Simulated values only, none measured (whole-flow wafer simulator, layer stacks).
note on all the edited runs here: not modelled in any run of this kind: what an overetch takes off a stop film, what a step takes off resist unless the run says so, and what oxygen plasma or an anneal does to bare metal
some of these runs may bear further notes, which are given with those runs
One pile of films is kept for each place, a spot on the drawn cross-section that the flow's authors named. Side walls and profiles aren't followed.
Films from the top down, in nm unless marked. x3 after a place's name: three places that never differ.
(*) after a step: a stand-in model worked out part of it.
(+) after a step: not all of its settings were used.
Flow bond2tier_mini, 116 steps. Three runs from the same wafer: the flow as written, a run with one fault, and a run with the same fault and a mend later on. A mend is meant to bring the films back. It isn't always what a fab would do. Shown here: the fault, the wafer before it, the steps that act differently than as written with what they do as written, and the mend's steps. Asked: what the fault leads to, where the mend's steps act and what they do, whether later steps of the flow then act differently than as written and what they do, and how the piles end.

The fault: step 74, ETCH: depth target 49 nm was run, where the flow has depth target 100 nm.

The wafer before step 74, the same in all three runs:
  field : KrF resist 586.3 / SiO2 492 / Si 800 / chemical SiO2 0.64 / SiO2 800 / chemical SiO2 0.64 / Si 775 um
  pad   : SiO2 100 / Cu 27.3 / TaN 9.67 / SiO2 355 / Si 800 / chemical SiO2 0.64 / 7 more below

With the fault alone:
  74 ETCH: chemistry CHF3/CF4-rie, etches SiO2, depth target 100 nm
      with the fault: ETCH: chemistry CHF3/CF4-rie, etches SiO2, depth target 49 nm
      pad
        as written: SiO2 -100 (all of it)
        with the fault: SiO2 -49
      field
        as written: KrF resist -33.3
        with the fault: KrF resist -16.3
  Later steps of the flow that act differently than as written (1 more step differs only slightly, by at most 2% or 0.5 nm, whichever is larger, and isn't shown):
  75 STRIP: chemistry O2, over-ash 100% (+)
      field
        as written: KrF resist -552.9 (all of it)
        with the fault: KrF resist -569.9 (all of it)
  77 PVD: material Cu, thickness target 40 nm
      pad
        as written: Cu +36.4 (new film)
        with the fault: Cu +38.2 (new film)
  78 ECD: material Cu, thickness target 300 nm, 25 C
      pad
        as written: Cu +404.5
        with the fault: Cu +351.2
  At the end the piles differ from the flow's by more than 2% or 0.5 nm, whichever is larger, at pad.
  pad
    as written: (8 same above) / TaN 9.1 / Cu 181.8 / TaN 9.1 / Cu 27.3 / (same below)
    with the fault: (8 same above) / TaN 9.1 / Cu 130.3 / TaN 9.56 / SiO2 51 / Cu 27.3 / (same below)

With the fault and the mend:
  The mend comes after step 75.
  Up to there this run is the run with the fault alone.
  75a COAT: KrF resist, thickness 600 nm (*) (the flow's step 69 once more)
      field
        KrF resist +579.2 (new film)
      pad
        KrF resist +621.7 (new film)
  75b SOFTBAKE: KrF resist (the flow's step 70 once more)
      changes no film at any place that is followed
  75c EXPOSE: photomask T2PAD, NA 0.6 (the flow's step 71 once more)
      changes no film at any place that is followed
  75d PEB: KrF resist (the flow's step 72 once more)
      changes no film at any place that is followed
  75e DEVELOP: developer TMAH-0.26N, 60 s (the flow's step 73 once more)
      field
        KrF resist -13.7
      pad
        KrF resist -621.7 (all of it)
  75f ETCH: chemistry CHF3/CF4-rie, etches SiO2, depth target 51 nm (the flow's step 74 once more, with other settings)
      field
        KrF resist -17
      pad
        SiO2 -51 (all of it)
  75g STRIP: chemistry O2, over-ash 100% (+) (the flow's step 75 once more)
      field
        KrF resist -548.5 (all of it)
  No later step of the flow acts differently than as written at any place that is followed.
  At the end the piles are the same as the flow's at every place that both follow.
